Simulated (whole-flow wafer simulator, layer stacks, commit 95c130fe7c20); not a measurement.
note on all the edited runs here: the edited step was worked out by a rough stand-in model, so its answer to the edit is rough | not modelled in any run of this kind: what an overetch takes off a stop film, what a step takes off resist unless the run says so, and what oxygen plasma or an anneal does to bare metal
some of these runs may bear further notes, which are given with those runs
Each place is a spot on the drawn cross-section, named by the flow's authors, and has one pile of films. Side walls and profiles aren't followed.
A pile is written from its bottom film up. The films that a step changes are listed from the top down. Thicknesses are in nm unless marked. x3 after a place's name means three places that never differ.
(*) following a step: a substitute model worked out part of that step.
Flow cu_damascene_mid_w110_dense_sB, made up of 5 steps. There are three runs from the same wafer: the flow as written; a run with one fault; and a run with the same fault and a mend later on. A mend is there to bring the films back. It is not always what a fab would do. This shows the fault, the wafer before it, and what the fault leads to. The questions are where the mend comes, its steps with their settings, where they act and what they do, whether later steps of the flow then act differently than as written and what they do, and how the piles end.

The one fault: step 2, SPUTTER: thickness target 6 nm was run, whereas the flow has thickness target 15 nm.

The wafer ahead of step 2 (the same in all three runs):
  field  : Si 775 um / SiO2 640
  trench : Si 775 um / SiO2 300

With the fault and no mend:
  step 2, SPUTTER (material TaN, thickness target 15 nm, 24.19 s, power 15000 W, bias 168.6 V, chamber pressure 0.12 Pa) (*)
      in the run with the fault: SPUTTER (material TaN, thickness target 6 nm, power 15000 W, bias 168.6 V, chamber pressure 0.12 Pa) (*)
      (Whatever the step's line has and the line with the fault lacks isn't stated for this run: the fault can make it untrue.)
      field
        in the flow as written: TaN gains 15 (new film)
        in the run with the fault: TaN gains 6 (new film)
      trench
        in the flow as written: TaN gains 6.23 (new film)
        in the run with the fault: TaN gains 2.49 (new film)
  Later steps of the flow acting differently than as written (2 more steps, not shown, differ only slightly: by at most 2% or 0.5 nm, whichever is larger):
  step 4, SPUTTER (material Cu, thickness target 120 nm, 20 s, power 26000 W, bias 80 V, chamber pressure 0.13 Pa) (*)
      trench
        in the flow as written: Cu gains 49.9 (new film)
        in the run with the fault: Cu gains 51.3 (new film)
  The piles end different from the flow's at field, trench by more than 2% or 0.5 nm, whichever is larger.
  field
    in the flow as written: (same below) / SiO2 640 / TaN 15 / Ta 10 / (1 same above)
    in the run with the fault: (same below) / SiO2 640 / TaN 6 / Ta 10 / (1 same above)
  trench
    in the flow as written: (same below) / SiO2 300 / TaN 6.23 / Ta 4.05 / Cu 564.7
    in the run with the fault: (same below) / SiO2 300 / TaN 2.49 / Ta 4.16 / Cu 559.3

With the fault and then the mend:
  The mend stands after step 2.
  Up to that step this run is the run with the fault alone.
  step 2a, SPUTTER (material TaN, thickness target 9 nm, power 15000 W, bias 168.6 V, chamber pressure 0.12 Pa) (*) (the flow's step 2 again, with other settings)
      field
        TaN gains 9
      trench
        TaN gains 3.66
  Later steps of the flow that are run all act as written at every place that is followed, up to a difference of at most 2% or 0.5 nm, whichever is larger.
  At the end the piles are close to the flow's at the places that both follow, differing by at most 2% or 0.5 nm, whichever is larger.
